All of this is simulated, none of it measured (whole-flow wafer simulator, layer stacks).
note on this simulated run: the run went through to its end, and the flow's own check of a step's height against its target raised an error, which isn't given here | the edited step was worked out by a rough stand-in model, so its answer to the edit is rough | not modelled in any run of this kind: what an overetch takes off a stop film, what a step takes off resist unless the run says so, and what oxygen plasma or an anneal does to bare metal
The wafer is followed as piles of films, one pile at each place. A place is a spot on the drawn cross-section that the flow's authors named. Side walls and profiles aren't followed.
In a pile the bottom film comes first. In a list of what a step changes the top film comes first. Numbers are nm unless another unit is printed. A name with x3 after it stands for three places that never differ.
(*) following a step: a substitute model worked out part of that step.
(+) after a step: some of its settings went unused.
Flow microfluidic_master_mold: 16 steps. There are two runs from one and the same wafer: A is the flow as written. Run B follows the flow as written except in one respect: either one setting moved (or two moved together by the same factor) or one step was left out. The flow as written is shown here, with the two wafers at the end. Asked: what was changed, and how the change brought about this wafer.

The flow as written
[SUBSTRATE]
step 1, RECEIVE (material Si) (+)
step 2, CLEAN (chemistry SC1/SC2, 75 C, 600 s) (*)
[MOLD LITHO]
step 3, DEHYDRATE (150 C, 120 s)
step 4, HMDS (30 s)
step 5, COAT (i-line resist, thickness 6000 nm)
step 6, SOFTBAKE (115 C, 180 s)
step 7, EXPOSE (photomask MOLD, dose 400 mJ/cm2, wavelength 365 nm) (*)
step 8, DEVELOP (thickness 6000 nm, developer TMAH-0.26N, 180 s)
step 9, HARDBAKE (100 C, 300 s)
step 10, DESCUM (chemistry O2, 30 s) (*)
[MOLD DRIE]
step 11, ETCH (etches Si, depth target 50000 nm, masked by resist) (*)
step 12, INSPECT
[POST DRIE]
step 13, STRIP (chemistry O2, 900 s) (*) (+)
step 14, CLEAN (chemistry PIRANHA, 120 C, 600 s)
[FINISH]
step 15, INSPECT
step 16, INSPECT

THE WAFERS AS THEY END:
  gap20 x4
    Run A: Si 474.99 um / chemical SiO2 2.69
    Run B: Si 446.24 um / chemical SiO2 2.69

The reason: step 11, ETCH: depth target 78750 nm was run, whereas the flow has depth target 50000 nm.

The path from the change to this, step by step:
  step 11, ETCH (etches Si, depth target 50000 nm, masked by resist) (*)
      gap20 x4: A chemical SiO2 loses 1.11 (all of it), Si loses 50 um | B chemical SiO2 loses 1.11 (all of it), Si loses 78.75 um
      ridge: A i-line resist loses 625 | B i-line resist loses 984.4
  step 13, STRIP (chemistry O2, 900 s) (*) (+)
      ridge: A i-line resist loses 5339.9 (all of it), chemical SiO2 gains 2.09, Si loses 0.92 | B i-line resist loses 4980.6 (all of it), chemical SiO2 gains 2.09, Si loses 0.92
